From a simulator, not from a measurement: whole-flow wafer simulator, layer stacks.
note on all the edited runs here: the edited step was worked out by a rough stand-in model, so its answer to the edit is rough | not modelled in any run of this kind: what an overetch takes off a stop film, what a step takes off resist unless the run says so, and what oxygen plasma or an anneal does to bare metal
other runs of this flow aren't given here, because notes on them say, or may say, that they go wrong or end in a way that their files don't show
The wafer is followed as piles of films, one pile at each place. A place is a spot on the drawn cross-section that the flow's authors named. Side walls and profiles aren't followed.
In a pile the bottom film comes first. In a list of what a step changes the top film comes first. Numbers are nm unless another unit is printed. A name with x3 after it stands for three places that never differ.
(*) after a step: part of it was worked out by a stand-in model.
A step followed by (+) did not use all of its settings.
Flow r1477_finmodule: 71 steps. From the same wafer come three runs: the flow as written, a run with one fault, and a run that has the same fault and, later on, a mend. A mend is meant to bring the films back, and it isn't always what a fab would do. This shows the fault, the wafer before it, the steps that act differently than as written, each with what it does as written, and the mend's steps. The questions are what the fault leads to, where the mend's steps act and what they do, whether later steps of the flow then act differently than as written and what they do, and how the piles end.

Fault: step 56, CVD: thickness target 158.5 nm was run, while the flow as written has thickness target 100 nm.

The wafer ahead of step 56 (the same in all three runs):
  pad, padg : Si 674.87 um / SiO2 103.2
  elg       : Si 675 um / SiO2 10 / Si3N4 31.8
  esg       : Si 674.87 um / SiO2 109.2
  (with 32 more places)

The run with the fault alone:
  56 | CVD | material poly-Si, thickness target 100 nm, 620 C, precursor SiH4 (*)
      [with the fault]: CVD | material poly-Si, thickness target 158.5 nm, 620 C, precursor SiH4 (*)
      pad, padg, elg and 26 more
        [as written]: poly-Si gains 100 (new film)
        [with the fault]: poly-Si gains 158.5 (new film)
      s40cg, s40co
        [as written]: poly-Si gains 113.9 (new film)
        [with the fault]: poly-Si gains 173.2 (new film)
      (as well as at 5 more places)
  Steps later in the flow that act otherwise than as written (2 more steps, not shown, differ only slightly: by at most 2% or 0.5 nm, whichever is larger):
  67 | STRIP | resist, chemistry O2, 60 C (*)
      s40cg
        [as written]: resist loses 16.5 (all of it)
        [with the fault]: resist loses 15.8 (all of it)
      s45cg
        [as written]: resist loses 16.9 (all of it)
        [with the fault]: resist loses 16.1 (all of it)
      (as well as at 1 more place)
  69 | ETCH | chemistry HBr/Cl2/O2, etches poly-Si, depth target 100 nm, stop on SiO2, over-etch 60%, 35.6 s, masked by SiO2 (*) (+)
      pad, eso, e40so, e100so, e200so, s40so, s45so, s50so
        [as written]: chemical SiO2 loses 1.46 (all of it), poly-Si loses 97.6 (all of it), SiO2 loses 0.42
        [with the fault]: chemical SiO2 loses 1.46 (all of it), poly-Si loses 156.1 (all of it)
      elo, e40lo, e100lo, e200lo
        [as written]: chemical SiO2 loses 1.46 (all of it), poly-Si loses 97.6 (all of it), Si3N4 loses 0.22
        [with the fault]: chemical SiO2 loses 1.46 (all of it), poly-Si loses 156.1 (all of it)
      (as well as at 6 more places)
  At padg, elg, esg and 18 more, the piles at the end differ from the flow's by more than 2% or 0.5 nm, whichever is larger.
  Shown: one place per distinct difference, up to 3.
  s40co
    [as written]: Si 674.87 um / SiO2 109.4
    [with the fault]: Si 674.87 um / SiO2 109.6 / poly-Si 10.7
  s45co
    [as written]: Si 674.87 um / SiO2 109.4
    [with the fault]: Si 674.87 um / SiO2 109.6 / poly-Si 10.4
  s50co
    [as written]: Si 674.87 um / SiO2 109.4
    [with the fault]: Si 674.87 um / SiO2 109.6 / poly-Si 10

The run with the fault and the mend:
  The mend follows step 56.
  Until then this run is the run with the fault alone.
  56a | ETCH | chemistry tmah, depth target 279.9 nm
      pad, padg, elg and 26 more
        poly-Si loses 158.5 (all of it)
      s40cg, s40co
        poly-Si loses 173.2 (all of it)
      s45cg, s45co
        poly-Si loses 172.8 (all of it)
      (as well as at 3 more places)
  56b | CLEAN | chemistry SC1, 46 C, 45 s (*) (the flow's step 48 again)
      s40sg_line, s45sg_line, s50sg_line, s40so_line, s45so_line, s50so_line
        SiO2 loses 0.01
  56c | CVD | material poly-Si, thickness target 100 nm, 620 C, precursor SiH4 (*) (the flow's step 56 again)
      pad, padg, elg and 26 more
        poly-Si gains 100 (new film)
      s40cg, s40co
        poly-Si gains 113.9 (new film)
      s45cg, s45co
        poly-Si gains 113.4 (new film)
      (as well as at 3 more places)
  None of the later steps of the flow differs from how it acts as written, at any place that is followed, by more than 2% or 0.5 nm, whichever is larger.
  When the end is reached, the piles differ only a little from the flow's at the places that both follow, at most by 2% or 0.5 nm, whichever is larger.
